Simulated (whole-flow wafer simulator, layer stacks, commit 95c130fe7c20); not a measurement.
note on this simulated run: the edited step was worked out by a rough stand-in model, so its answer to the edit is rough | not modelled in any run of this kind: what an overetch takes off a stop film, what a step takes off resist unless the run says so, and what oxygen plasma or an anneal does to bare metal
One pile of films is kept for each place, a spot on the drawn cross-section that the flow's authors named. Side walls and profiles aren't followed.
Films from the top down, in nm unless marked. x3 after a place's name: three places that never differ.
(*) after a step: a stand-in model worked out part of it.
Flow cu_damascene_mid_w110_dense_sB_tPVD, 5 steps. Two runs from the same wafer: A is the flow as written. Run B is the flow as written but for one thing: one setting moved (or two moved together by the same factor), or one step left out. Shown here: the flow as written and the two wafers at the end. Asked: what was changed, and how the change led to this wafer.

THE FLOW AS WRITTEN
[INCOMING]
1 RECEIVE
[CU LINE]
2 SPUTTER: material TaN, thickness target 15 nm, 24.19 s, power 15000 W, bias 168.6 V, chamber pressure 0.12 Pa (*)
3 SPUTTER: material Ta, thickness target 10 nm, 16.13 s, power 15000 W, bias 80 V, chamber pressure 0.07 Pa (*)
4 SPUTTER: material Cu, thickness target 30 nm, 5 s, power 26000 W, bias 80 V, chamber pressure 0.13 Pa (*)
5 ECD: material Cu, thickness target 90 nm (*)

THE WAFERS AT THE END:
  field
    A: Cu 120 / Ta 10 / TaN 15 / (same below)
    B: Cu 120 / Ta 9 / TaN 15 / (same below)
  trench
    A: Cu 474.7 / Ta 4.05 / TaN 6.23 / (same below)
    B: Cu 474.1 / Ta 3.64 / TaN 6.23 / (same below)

The cause: step 3, SPUTTER: thickness target 9 nm was run, where the flow has thickness target 10 nm.
It can be read off the wafer: field has Ta 9, and step 3 as written asks for 10 nm.

How the change led to this, step by step:
  3 SPUTTER: material Ta, thickness target 10 nm, 16.13 s, power 15000 W, bias 80 V, chamber pressure 0.07 Pa (*)
      field: A Ta +10 (new film) | B Ta +9 (new film)
